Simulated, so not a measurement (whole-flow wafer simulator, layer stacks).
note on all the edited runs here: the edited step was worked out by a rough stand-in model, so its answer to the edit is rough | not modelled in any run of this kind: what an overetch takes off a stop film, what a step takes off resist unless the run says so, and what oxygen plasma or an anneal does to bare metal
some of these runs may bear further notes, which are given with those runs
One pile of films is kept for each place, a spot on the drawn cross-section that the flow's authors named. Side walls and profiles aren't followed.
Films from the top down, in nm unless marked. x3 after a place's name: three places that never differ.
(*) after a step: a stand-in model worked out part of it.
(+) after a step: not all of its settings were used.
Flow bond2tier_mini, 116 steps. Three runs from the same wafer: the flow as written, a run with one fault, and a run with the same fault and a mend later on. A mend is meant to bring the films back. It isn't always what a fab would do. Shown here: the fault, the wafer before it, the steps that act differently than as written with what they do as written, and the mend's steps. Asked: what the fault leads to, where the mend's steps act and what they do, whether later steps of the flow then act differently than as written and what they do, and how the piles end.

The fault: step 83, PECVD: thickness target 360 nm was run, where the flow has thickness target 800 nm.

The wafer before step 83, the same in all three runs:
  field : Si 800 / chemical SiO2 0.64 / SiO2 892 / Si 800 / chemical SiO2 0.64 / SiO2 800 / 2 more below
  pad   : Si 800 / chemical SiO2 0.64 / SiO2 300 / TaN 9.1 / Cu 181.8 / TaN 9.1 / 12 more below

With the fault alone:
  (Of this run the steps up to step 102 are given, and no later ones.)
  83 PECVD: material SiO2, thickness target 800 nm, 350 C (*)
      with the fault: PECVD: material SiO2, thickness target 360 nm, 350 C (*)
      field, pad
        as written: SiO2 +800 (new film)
        with the fault: SiO2 +360 (new film)
  Later steps of the flow that act differently than as written (1 more step differs only slightly, by at most 2% or 0.5 nm, whichever is larger, and isn't shown):
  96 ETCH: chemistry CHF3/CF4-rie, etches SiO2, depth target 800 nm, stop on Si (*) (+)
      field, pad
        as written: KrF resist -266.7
        with the fault: KrF resist -161.5
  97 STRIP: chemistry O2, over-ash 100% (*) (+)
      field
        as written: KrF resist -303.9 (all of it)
        with the fault: KrF resist -409.1 (all of it)
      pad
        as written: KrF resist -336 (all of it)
        with the fault: KrF resist -441.1 (all of it)
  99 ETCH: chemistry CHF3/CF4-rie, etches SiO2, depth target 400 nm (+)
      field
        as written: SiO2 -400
        with the fault: SiO2 -352 (all of it), Si -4
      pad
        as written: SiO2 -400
        with the fault: SiO2 -315 (all of it), Si -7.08
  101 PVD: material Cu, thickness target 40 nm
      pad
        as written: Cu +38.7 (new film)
        with the fault: Cu +40 (new film)
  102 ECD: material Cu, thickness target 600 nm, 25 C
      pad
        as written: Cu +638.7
        with the fault: Cu +603.1
  After step 102 the piles differ from the flow's by more than 2% or 0.5 nm, whichever is larger, at field, pad.
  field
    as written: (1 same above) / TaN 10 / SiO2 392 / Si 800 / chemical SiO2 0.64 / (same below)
    with the fault: (1 same above) / TaN 10 / Si 796 / chemical SiO2 0.64 / (same below)
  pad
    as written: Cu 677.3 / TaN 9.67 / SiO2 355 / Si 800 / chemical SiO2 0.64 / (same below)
    with the fault: Cu 643.1 / TaN 10 / Si 792.9 / chemical SiO2 0.64 / (same below)

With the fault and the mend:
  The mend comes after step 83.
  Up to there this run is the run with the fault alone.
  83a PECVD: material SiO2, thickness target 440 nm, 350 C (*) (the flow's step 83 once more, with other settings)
      field, pad
        SiO2 +440
  No later step of the flow acts differently than as written at any place that is followed.
  At the end the piles are the same as the flow's at every place that both follow.
